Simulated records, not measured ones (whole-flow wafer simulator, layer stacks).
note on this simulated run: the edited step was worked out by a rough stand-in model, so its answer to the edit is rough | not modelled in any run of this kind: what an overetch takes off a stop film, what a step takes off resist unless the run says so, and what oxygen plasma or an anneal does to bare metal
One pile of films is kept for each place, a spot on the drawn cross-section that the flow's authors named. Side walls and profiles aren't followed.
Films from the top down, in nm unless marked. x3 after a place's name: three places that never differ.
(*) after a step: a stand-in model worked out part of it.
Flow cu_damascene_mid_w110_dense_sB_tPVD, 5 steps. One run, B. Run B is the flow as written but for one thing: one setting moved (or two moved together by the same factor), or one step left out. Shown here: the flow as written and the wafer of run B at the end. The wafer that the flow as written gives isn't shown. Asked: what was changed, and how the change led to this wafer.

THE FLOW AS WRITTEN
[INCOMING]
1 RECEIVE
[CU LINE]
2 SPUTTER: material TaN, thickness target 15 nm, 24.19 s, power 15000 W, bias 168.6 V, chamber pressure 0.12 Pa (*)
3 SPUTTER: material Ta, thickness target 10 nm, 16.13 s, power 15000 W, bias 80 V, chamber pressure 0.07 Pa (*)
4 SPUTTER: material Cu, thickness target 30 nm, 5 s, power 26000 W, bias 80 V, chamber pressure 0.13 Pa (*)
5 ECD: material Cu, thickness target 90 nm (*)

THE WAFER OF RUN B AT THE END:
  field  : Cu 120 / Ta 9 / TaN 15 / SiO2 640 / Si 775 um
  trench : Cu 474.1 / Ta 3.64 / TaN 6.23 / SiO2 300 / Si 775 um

The cause: step 3, SPUTTER: thickness target 9 nm was run, where the flow has thickness target 10 nm; step 3, SPUTTER: 14.52 s was run, where the flow has 16.13 s.
It can be read off the wafer: field has Ta 9, and step 3 as written asks for 10 nm.

How the change led to this, step by step:
  3 SPUTTER: material Ta, thickness target 10 nm, 16.13 s, power 15000 W, bias 80 V, chamber pressure 0.07 Pa (*)
      field: Ta +9 (new film) (as written it would be: Ta +10 (new film))
